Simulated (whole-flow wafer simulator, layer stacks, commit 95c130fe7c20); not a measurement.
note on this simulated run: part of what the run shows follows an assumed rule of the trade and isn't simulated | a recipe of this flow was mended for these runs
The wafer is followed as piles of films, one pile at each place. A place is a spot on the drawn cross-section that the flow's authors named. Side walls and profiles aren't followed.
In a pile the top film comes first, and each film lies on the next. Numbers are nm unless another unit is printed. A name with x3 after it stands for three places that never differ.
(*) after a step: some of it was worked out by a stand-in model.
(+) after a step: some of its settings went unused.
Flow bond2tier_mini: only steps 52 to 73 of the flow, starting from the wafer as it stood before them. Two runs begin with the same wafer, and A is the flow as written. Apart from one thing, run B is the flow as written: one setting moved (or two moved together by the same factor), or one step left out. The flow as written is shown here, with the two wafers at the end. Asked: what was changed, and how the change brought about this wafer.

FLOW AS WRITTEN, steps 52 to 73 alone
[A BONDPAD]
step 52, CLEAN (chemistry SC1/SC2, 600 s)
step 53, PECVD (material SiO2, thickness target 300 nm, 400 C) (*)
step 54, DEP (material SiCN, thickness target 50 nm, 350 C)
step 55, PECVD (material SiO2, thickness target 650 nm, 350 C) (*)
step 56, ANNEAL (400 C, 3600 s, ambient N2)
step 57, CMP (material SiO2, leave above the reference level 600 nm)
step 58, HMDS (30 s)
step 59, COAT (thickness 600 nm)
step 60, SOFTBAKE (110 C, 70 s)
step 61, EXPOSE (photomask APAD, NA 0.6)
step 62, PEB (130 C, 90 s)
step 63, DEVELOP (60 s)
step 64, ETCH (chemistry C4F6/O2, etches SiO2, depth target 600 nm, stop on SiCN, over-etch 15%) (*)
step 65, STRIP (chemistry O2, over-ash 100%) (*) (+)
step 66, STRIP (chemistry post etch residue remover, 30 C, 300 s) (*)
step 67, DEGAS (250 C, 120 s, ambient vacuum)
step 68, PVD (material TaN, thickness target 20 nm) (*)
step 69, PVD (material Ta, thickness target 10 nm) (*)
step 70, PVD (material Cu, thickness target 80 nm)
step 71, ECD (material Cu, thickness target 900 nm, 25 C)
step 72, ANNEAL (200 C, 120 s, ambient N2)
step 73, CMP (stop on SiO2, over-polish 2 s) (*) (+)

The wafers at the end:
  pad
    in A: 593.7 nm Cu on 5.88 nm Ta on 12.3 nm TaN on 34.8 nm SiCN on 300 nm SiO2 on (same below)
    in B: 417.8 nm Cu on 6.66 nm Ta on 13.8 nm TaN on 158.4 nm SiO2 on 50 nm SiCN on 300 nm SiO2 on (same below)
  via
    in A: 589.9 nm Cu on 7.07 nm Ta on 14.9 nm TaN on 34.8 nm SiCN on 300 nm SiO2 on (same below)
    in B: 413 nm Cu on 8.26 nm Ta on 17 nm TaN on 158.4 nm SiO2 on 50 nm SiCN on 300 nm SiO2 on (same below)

Cause: step 64, ETCH: depth target 384 nm was run, while the flow as written has depth target 600 nm.

The path from the change to this, step by step:
  step 64, ETCH (chemistry C4F6/O2, etches SiO2, depth target 600 nm, stop on SiCN, over-etch 15%) (*)
      pad, via: A -600 SiO2 (all of it), -15.2 SiCN | B -441.6 SiO2
      field: A -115 thick-KrF-resist | B -73.6 thick-KrF-resist
  step 65, STRIP (chemistry O2, over-ash 100%) (*) (+)
      field: A -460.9 thick-KrF-resist (all of it) | B -502.3 thick-KrF-resist (all of it)
  step 68, PVD (material TaN, thickness target 20 nm) (*)
      pad: A +12.3 TaN (new film) | B +13.8 TaN (new film)
      via: A +14.9 TaN (new film) | B +17 TaN (new film)
  step 69, PVD (material Ta, thickness target 10 nm) (*)
      pad: A +5.88 Ta (new film) | B +6.66 Ta (new film)
      via: A +7.07 Ta (new film) | B +8.26 Ta (new film)
  step 70, PVD (material Cu, thickness target 80 nm)
      pad: A +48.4 Cu (new film) | B +54.5 Cu (new film)
      via: A +59 Cu (new film) | B +67.8 Cu (new film)
  step 71, ECD (material Cu, thickness target 900 nm, 25 C)
      pad: A +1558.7 Cu | B +1376.7 Cu
      via: A +1544.3 Cu | B +1358.5 Cu
